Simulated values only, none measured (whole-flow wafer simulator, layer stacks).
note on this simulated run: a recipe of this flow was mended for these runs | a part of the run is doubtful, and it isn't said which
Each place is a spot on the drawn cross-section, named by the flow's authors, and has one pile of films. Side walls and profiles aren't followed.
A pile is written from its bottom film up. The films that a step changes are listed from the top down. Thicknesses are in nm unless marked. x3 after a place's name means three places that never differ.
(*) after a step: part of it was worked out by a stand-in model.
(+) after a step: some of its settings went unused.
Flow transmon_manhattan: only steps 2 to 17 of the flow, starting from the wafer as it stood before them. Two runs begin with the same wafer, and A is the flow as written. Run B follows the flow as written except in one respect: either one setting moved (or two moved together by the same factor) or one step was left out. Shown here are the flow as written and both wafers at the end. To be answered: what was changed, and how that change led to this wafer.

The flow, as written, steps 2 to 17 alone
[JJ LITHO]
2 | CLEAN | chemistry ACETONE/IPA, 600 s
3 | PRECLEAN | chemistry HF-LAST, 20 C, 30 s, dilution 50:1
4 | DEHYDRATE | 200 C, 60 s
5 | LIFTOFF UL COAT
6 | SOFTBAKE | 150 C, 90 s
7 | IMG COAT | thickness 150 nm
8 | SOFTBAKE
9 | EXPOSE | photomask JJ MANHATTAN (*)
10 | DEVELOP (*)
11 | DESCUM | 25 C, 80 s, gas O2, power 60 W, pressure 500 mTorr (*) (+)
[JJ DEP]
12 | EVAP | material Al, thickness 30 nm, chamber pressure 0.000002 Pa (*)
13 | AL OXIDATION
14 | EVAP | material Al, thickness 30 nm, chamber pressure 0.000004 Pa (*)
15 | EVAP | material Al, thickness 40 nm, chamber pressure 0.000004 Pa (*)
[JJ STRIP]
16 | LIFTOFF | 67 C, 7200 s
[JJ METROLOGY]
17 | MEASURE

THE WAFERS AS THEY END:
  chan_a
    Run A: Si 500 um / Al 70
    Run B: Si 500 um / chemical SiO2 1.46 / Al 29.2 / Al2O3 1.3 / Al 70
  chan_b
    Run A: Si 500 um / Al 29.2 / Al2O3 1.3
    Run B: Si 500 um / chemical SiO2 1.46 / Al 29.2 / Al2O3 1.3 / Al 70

What caused this: step 5, LIFTOFF UL COAT, was omitted.

How this came from the change, step by step:
  10 | DEVELOP (*)
      chan_a, chan_b: A e-beam-resist loses 150 (all of it), copolymer-underlayer loses 500 (all of it) | B e-beam-resist loses 150 (all of it)
  11 | DESCUM | 25 C, 80 s, gas O2, power 60 W, pressure 500 mTorr (*) (+)
      chan_a, chan_b: A nothing | B chemical SiO2 gains 1.46 (new film), Si loses 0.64
  12 | EVAP | material Al, thickness 30 nm, chamber pressure 0.000002 Pa (*)
      chan_a: A nothing | B Al gains 30 (new film)
  13 | AL OXIDATION
      chan_a: A nothing | B Al2O3 gains 1.3 (new film), Al loses 0.79
  14 | EVAP | material Al, thickness 30 nm, chamber pressure 0.000004 Pa (*)
      chan_b: A nothing | B Al gains 30 (new film)
  15 | EVAP | material Al, thickness 40 nm, chamber pressure 0.000004 Pa (*)
      chan_b: A nothing | B Al gains 40
  16 | LIFTOFF | 67 C, 7200 s
      field: A Al loses 70 (all of it), Al2O3 loses 1.3 (all of it), Al loses 29.2 (all of it), e-beam-resist loses 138 (all of it), copolymer-underlayer loses 500 (all of it) | B Al loses 70 (all of it), Al2O3 loses 1.3 (all of it), Al loses 29.2 (all of it), e-beam-resist loses 138 (all of it)
Taking metal films that touch as one body, chan_a has 2 bodies (between them, from the top down: Al2O3 1.3); the flow as written gives 1 body.
Taking metal films that touch as one body, chan_b has 2 bodies (between them, from the top down: Al2O3 1.3); the flow as written gives 1 body.
